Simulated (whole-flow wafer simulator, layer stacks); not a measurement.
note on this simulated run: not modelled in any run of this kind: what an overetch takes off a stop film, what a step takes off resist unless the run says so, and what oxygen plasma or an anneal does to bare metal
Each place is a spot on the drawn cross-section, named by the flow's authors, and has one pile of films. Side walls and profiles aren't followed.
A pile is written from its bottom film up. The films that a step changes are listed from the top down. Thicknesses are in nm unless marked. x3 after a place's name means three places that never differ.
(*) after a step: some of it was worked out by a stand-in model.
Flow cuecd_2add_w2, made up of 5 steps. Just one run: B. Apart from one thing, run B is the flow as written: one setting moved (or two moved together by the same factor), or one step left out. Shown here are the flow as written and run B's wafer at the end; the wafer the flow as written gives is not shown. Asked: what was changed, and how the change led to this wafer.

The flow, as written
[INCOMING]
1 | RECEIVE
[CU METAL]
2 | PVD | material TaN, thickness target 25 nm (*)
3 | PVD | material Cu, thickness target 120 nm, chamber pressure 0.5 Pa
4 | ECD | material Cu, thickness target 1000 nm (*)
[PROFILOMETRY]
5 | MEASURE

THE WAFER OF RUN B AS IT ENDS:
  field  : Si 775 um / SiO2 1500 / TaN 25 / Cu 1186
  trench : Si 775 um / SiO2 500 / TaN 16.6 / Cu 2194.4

The reason: step 3, PVD: thickness target 186 nm was run, while the flow as written has thickness target 120 nm.

The path from the change to this, step by step:
  3 | PVD | material Cu, thickness target 120 nm, chamber pressure 0.5 Pa
      field: Cu gains 186 (new film) (as written it would have been: Cu gains 120 (new film))
      trench: Cu gains 124.8 (new film) (as written it would have been: Cu gains 80.8 (new film))
